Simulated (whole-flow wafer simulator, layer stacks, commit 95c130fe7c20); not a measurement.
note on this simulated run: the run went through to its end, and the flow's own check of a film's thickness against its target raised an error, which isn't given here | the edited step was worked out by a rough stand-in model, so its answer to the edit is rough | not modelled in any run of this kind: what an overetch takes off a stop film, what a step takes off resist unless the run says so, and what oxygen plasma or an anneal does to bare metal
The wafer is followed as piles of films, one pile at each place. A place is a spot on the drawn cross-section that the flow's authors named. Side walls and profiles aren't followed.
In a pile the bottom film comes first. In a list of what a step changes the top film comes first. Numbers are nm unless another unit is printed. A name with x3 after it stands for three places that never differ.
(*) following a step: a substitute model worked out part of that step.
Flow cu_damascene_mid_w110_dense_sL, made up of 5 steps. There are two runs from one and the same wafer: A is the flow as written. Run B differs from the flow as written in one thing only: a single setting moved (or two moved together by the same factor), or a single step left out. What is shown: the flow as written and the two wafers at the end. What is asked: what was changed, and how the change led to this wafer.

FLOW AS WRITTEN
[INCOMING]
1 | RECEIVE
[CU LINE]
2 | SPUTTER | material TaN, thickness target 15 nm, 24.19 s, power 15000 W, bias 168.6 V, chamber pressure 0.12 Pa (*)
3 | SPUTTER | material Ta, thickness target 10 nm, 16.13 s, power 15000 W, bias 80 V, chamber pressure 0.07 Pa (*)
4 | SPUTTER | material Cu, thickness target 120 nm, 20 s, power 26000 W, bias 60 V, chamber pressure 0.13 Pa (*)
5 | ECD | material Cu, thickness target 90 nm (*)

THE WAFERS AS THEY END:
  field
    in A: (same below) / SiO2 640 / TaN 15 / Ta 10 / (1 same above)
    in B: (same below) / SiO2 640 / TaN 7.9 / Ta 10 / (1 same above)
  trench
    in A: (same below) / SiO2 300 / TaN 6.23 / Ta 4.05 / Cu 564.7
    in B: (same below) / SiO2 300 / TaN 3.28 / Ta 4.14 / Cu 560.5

What caused this: step 2, SPUTTER: thickness target 7.9 nm was run, though the flow has thickness target 15 nm; step 2, SPUTTER: 12.7 s was run, where the flow has 24.19 s.
One can read it off the wafer: field has TaN 7.9, and step 2 as written asks for 15 nm.

How this came from the change, step by step:
  2 | SPUTTER | material TaN, thickness target 15 nm, 24.19 s, power 15000 W, bias 168.6 V, chamber pressure 0.12 Pa (*)
      field: A TaN gains 15 (new film) | B TaN gains 7.9 (new film)
      trench: A TaN gains 6.23 (new film) | B TaN gains 3.28 (new film)
  4 | SPUTTER | material Cu, thickness target 120 nm, 20 s, power 26000 W, bias 60 V, chamber pressure 0.13 Pa (*)
      trench: A Cu gains 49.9 (new film) | B Cu gains 51.1 (new film)
